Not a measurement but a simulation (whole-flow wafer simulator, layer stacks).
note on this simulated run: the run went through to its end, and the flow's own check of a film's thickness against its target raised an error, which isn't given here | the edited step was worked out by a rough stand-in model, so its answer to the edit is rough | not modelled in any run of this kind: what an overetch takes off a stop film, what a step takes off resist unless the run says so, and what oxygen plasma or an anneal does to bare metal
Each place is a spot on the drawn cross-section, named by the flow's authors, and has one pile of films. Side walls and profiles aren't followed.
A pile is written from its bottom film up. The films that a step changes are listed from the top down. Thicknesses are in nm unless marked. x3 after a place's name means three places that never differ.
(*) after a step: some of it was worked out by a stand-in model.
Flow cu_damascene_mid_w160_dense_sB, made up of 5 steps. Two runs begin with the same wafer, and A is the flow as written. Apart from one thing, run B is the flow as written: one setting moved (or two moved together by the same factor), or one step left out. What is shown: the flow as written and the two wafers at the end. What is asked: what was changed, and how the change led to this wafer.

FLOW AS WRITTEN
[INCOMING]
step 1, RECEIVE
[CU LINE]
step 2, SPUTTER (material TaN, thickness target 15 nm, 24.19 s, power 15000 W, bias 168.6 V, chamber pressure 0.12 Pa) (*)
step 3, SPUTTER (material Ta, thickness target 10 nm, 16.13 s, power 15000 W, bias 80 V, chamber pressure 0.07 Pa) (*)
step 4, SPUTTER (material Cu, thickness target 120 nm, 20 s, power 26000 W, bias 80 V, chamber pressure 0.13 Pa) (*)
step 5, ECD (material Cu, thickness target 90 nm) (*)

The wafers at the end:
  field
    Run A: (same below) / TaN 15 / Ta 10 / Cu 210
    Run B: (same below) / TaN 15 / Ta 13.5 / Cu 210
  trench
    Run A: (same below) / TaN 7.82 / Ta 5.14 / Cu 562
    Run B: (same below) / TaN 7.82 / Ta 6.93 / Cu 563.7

The reason: step 3, SPUTTER: thickness target 13.5 nm was run, whereas the flow has thickness target 10 nm; step 3, SPUTTER: 21.78 s was run, where the flow has 16.13 s.
The wafer itself shows it: field has Ta 13.5, and step 3 as written asks for 10 nm.

The path from the change to this, step by step:
  step 3, SPUTTER (material Ta, thickness target 10 nm, 16.13 s, power 15000 W, bias 80 V, chamber pressure 0.07 Pa) (*)
      field: A Ta gains 10 (new film) | B Ta gains 13.5 (new film)
      trench: A Ta gains 5.14 (new film) | B Ta gains 6.93 (new film)
